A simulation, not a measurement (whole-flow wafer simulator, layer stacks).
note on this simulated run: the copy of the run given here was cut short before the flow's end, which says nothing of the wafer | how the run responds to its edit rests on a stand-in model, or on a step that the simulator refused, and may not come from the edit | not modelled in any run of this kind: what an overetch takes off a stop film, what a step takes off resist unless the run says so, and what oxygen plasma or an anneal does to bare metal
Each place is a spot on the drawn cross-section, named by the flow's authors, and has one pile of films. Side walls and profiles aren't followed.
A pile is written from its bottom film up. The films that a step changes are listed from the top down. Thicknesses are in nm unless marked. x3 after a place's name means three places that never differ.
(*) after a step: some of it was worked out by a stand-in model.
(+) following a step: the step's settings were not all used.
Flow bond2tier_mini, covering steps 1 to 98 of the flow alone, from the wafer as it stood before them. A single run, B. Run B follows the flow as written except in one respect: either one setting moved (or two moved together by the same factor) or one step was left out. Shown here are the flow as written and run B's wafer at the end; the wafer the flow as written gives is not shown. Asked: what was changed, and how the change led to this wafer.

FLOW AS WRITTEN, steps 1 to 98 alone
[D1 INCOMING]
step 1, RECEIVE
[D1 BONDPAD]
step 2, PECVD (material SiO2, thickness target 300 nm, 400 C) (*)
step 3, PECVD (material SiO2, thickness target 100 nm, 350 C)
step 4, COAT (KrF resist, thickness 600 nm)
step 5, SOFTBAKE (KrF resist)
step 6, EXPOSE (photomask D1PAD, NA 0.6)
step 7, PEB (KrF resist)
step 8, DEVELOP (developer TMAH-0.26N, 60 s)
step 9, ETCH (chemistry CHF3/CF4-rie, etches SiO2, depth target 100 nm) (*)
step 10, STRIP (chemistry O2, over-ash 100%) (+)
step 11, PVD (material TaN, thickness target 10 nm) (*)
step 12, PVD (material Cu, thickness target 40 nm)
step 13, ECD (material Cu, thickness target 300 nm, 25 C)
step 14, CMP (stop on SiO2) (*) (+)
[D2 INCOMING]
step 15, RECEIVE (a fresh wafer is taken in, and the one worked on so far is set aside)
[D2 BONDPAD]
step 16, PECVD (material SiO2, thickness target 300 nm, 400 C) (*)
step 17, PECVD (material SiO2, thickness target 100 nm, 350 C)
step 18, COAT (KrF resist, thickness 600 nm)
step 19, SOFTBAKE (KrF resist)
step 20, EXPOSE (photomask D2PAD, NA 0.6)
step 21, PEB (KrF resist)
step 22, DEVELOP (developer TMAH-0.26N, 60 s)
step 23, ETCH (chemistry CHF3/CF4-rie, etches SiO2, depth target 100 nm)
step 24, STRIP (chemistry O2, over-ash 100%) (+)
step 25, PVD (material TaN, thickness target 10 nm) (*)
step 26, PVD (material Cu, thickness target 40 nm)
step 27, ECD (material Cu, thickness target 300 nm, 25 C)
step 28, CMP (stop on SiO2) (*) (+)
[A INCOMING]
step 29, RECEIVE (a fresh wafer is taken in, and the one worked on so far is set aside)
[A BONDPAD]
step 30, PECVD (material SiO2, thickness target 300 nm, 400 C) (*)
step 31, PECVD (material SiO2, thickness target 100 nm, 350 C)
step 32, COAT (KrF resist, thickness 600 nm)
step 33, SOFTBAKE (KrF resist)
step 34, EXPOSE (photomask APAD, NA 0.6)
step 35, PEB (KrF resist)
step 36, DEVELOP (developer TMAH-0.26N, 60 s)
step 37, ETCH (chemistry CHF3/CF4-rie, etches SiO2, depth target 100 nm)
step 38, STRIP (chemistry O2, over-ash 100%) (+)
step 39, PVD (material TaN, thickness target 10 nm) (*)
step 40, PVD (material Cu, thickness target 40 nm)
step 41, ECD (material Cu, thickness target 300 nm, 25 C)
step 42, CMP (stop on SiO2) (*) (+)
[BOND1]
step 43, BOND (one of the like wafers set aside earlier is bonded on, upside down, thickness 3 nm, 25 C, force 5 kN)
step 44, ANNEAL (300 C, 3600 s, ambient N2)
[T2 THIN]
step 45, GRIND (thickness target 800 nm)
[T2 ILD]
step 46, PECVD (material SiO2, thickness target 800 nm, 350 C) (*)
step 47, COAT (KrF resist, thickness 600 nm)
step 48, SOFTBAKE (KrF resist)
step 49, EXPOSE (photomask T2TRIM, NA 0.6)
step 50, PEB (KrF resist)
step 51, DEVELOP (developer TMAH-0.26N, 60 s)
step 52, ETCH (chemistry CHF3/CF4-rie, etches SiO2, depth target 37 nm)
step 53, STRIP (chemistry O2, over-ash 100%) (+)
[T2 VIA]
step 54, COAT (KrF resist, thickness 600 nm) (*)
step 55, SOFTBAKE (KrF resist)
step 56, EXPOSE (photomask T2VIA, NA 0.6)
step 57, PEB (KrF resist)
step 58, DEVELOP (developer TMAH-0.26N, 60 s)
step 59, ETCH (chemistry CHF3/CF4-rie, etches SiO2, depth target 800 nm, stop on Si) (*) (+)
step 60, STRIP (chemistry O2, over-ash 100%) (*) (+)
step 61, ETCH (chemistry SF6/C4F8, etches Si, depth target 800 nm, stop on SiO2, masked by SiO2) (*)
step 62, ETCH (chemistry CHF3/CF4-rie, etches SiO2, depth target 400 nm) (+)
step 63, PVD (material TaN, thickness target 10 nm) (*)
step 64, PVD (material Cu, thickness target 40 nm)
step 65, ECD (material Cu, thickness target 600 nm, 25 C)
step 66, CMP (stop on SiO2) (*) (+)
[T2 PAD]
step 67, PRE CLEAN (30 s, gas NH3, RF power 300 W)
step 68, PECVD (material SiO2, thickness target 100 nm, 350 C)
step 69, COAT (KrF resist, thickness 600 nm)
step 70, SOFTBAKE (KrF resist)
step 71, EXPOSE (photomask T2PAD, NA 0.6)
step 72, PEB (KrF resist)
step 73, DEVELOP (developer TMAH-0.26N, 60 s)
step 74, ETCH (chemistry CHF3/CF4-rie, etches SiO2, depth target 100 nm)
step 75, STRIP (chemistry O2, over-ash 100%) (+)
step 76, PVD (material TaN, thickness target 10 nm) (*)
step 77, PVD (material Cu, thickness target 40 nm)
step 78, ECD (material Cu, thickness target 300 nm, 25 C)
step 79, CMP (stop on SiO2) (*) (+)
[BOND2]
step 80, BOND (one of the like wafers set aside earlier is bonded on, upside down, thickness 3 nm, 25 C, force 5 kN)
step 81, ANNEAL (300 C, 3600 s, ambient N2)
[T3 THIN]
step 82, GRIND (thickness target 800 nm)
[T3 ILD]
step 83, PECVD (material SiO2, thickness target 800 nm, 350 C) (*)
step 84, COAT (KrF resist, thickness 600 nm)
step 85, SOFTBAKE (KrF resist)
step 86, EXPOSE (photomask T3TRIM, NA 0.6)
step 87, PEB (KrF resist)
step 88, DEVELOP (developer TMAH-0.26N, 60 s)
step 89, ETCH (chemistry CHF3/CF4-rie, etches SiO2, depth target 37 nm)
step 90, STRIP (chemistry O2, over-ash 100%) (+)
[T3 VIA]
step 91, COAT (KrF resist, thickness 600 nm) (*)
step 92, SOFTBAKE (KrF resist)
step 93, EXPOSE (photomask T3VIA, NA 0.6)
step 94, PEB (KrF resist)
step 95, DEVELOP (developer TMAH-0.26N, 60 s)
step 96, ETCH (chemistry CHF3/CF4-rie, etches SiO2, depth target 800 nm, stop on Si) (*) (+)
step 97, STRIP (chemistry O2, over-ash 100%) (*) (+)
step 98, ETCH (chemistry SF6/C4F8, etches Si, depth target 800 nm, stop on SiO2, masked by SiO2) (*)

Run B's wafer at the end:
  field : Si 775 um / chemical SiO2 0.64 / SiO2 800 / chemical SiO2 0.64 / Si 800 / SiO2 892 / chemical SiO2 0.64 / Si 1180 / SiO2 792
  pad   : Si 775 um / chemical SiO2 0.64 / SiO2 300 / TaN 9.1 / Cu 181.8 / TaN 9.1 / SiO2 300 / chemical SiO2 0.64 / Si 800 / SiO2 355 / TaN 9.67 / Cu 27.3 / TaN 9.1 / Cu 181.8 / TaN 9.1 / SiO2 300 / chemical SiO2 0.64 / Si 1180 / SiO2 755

What caused this: step 82, GRIND: thickness target 1180 nm was run, though the flow has thickness target 800 nm.
One can read it off the wafer: field has Si 1180, and step 82 as written asks for 800 nm.

Step by step, how the change led to this:
  step 82, GRIND (thickness target 800 nm)
      field, pad: Si loses 773.82 um (it would be, as written: Si loses 774.2 um)
